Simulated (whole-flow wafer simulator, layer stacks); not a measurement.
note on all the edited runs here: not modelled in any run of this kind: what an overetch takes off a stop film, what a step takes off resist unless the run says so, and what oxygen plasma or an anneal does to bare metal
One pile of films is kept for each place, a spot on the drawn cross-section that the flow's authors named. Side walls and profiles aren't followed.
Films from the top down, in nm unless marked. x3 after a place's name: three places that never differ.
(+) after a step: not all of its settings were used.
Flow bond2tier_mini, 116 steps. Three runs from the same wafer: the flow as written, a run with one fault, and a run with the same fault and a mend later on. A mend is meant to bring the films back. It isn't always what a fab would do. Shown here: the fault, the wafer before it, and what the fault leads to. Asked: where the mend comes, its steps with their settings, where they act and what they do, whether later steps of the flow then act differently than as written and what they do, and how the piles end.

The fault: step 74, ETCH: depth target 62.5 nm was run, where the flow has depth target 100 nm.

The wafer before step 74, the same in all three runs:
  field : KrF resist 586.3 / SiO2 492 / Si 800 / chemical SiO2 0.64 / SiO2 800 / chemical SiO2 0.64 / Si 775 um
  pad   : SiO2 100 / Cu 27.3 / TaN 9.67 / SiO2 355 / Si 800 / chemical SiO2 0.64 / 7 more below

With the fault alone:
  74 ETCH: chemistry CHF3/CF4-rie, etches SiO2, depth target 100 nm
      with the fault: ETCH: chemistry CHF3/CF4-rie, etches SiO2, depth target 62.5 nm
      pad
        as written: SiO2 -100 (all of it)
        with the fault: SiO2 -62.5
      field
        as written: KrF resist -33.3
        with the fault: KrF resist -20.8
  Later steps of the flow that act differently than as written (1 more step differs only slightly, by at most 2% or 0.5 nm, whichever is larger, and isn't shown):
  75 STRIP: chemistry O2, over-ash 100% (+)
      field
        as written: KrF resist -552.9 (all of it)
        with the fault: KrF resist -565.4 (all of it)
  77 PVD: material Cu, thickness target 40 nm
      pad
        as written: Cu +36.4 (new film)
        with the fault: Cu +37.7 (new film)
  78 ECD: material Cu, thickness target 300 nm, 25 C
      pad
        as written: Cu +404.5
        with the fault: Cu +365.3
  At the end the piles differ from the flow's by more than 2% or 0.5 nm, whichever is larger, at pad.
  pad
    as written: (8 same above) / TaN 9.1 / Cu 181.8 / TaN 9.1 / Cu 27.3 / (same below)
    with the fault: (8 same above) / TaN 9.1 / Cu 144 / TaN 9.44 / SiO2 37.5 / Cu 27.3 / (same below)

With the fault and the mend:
  The mend comes after step 74.
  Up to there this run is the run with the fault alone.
  74a ETCH: chemistry CHF3/CF4-rie, etches SiO2, depth target 37.5 nm (the flow's step 74 once more, with other settings)
      field
        KrF resist -12.5
      pad
        SiO2 -37.5 (all of it)
  No later step of the flow acts differently than as written at any place that is followed.
  At the end the piles are the same as the flow's at every place that both follow.
